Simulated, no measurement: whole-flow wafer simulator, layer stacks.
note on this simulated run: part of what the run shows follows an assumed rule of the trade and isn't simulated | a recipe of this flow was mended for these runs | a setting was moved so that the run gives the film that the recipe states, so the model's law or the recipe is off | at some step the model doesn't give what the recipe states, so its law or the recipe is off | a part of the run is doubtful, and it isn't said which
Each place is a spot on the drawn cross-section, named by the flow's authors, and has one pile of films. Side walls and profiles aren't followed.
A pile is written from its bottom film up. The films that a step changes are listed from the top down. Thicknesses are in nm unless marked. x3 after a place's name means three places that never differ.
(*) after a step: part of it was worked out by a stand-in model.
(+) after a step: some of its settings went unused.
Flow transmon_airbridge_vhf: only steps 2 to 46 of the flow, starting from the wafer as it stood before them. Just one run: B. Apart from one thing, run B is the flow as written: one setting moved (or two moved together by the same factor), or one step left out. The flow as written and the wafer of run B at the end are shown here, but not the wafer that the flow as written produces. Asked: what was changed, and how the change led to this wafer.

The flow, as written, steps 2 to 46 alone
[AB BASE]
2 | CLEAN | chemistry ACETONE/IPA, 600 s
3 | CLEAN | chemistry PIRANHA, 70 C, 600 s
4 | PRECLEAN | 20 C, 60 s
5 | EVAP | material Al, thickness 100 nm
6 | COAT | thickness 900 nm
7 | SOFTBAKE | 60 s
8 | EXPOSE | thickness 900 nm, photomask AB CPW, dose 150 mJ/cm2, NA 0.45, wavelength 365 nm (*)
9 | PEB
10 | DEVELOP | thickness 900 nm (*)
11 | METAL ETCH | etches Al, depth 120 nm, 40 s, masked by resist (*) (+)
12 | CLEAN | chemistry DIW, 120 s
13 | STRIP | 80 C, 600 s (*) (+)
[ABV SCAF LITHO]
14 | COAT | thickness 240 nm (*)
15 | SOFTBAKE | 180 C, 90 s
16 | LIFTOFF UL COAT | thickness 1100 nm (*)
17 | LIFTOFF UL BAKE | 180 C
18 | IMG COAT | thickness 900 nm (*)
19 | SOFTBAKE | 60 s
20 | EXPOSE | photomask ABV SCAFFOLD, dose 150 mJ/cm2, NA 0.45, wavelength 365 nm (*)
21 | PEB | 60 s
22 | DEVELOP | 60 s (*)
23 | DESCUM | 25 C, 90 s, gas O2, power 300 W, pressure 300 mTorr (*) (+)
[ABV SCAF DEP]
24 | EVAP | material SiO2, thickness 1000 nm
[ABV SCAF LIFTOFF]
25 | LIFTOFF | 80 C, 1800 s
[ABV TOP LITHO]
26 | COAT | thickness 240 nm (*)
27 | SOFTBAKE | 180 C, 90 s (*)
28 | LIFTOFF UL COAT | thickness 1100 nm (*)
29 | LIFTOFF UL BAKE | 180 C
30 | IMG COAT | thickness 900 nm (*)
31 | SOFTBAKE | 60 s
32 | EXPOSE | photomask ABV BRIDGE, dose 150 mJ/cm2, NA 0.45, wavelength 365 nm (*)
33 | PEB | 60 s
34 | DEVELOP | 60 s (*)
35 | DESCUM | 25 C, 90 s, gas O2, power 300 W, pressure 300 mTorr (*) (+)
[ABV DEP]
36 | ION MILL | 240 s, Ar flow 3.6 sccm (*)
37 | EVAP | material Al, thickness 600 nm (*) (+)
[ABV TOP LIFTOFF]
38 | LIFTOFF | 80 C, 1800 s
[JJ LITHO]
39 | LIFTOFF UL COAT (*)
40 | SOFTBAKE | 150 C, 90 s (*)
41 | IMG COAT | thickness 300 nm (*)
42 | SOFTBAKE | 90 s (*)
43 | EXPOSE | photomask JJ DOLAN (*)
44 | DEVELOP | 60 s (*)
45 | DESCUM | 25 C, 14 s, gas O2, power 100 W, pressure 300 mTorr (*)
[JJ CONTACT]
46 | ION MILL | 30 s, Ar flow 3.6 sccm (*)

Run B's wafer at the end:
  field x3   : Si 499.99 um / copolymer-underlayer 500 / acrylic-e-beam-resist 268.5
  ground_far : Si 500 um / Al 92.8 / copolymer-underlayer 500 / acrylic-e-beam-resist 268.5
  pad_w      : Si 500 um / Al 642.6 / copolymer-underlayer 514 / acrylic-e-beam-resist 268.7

Cause: step 5, EVAP: thickness 92.8 nm was run, whereas the flow has thickness 100 nm.
One can read it off the wafer: ground_far has Al 92.8, and step 5 as written asks for 100 nm.

How this came from the change, step by step:
  5 | EVAP | material Al, thickness 100 nm
      field x3, jj_line, ground_far and 12 more: +92.8 Al (new film) (in the flow as written it would be: +100 Al (new film))
  11 | METAL ETCH | etches Al, depth 120 nm, 40 s, masked by resist (*) (+)
      field x3, jj_line, gap_w, gap_e: -79.5 Al (all of it), -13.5 Si (in the flow as written it would be: -86.7 Al (all of it), -11.1 Si)
